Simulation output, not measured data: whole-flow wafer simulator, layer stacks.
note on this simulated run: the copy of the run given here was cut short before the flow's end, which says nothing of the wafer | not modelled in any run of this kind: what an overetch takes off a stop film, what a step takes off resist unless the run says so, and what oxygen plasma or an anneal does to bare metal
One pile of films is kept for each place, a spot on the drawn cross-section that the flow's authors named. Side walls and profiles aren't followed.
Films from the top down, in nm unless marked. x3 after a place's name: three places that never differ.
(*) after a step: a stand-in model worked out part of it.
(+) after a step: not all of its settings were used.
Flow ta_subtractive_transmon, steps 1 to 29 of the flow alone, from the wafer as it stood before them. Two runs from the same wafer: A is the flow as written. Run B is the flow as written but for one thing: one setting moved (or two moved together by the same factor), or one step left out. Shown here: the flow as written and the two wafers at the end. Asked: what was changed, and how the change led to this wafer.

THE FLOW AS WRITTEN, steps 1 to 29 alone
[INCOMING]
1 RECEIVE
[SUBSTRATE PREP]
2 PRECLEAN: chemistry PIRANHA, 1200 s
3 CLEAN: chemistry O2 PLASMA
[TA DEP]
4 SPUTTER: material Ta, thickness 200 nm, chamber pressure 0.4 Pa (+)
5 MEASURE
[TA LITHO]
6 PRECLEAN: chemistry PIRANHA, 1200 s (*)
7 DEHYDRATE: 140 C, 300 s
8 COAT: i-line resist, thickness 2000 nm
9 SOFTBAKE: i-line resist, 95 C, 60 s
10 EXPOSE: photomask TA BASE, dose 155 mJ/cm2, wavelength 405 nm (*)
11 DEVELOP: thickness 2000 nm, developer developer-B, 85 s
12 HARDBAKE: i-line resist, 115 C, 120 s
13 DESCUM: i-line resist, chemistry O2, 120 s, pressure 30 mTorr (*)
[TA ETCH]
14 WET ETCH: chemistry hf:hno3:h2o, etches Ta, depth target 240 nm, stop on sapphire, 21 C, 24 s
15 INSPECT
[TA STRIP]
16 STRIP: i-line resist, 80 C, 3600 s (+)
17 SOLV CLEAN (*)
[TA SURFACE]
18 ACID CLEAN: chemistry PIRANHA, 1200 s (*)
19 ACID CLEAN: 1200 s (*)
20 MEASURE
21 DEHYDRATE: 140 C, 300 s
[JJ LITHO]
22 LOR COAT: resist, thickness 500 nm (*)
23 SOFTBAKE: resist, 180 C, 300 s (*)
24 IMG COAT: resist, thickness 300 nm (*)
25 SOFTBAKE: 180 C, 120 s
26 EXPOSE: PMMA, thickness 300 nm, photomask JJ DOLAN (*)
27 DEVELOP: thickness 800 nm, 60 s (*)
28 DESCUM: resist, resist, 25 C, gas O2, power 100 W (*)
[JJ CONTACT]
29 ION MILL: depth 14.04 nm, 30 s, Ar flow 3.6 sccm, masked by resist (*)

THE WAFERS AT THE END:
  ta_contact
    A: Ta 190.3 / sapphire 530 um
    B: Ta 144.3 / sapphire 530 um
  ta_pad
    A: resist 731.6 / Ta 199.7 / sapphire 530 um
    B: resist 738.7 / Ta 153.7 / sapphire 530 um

The cause: step 4, SPUTTER: thickness 154 nm was run, where the flow has thickness 200 nm.

How the change led to this, step by step:
  4 SPUTTER: material Ta, thickness 200 nm, chamber pressure 0.4 Pa (+)
      field x2, jj_line, lead, ta_contact, ta_pad: A Ta +200 (new film) | B Ta +154 (new film)
  14 WET ETCH: chemistry hf:hno3:h2o, etches Ta, depth target 240 nm, stop on sapphire, 21 C, 24 s
      field x2, jj_line, lead: A Ta -200 (all of it) | B Ta -154 (all of it)
  22 LOR COAT: resist, thickness 500 nm (*)
      lead: A resist +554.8 (new film) | B resist +542.9 (new film)
      ta_contact: A resist +443.8 (new film) | B resist +455.8 (new film)
  27 DEVELOP: thickness 800 nm, 60 s (*)
      ta_contact: A resist -731.2 (all of it) | B resist -746.2 (all of it)
